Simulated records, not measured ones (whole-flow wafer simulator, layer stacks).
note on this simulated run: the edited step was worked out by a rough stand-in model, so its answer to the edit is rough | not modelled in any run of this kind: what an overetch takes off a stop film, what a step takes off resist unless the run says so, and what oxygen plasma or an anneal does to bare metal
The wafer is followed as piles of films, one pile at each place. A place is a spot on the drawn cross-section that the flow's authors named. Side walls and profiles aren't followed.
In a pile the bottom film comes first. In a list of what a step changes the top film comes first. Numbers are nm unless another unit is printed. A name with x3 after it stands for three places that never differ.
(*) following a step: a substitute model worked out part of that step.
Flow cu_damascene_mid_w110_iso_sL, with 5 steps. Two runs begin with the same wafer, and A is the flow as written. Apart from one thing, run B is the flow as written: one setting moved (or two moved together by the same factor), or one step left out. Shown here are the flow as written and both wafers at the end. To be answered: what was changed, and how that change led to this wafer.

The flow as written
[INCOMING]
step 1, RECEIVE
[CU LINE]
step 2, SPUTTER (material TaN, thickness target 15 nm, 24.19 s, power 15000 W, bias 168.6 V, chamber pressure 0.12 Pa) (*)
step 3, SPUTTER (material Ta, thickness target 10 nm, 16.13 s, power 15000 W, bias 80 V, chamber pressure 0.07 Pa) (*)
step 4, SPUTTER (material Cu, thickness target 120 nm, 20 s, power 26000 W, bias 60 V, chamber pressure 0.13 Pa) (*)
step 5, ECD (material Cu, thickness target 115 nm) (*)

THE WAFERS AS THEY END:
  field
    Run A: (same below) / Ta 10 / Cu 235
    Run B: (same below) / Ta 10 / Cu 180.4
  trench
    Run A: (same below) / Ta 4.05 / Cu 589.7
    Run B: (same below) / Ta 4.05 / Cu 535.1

Cause: step 5, ECD: thickness target 60.4 nm was run, whereas the flow has thickness target 115 nm.

The path from the change to this, step by step:
  step 5, ECD (material Cu, thickness target 115 nm) (*)
      field: A +115 Cu | B +60.4 Cu
      trench: A +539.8 Cu | B +485.2 Cu
